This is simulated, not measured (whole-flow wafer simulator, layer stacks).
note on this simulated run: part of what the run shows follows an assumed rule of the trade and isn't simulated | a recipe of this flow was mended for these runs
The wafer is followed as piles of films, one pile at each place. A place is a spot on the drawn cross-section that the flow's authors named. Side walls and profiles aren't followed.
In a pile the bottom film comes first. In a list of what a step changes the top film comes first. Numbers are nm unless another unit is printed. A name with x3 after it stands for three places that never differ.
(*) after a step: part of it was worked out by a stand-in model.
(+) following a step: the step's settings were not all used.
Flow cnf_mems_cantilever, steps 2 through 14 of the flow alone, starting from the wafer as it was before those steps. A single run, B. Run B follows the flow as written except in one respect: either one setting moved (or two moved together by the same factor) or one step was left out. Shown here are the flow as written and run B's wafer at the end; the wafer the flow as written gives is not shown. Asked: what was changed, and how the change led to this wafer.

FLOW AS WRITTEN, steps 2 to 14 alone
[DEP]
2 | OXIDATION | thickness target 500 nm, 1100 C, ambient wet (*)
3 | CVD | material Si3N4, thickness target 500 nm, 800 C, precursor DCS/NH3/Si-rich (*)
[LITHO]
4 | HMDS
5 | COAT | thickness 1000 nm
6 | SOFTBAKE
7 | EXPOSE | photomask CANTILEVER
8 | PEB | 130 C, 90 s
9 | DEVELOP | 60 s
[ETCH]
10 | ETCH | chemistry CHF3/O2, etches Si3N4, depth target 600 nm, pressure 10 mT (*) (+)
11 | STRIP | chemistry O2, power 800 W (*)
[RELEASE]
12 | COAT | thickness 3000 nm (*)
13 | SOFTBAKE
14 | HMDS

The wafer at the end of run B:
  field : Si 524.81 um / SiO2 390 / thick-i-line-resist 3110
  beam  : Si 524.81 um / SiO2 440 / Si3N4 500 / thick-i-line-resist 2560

The reason: step 2, OXIDATION: thickness target 440 nm was run, while the flow as written has thickness target 500 nm.
The wafer itself shows it: beam has SiO2 440, and step 2 as written asks for 500 nm.

The path from the change to this, step by step:
  2 | OXIDATION | thickness target 500 nm, 1100 C, ambient wet (*)
      field, beam: SiO2 gains 440 (new film), chemical SiO2 loses 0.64 (all of it), Si loses 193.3 (it would be, as written: SiO2 gains 500 (new film), chemical SiO2 loses 0.64 (all of it), Si loses 219.7)
